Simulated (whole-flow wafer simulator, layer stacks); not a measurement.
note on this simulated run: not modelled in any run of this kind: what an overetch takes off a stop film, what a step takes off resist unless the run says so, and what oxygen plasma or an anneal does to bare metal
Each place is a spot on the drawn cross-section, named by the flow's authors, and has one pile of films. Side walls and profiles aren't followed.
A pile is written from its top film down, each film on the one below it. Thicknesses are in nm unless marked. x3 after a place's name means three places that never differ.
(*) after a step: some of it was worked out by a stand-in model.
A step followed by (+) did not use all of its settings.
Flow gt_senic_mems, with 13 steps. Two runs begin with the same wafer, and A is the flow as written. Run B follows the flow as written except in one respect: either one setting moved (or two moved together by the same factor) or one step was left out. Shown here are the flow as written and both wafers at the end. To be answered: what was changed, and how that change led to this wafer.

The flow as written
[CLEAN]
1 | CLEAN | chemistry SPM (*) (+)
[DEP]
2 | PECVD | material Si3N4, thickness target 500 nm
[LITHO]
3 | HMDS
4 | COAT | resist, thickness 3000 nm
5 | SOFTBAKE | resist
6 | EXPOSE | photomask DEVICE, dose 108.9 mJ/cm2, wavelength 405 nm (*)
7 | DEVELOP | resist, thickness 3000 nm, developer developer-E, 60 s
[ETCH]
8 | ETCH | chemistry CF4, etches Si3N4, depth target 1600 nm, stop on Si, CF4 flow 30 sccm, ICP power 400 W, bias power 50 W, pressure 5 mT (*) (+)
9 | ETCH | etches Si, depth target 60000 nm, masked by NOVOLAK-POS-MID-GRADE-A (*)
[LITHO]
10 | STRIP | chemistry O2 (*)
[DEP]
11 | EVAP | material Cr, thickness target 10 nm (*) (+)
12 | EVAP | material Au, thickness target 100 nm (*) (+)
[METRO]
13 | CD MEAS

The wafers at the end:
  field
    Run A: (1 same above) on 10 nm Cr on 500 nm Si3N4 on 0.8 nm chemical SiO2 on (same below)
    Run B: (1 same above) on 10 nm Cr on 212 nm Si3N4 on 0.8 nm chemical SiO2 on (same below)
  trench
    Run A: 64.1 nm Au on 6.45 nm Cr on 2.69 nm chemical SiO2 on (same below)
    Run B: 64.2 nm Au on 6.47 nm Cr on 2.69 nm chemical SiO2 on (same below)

Cause: step 2, PECVD: thickness target 212 nm was run, though the flow has thickness target 500 nm.
One can read it off the wafer: field has Si3N4 212, and step 2 as written asks for 500 nm.

How this came from the change, step by step:
  2 | PECVD | material Si3N4, thickness target 500 nm
      field, trench: A +500 Si3N4 (new film) | B +212 Si3N4 (new film)
  8 | ETCH | chemistry CF4, etches Si3N4, depth target 1600 nm, stop on Si, CF4 flow 30 sccm, ICP power 400 W, bias power 50 W, pressure 5 mT (*) (+)
      field: A -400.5 resist | B -208.5 resist
      trench: A -500 Si3N4 (all of it), -0.8 chemical SiO2 (all of it) | B -212 Si3N4 (all of it), -0.8 chemical SiO2 (all of it)
  10 | STRIP | chemistry O2 (*)
      field: A -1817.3 resist (all of it) | B -2009.3 resist (all of it)
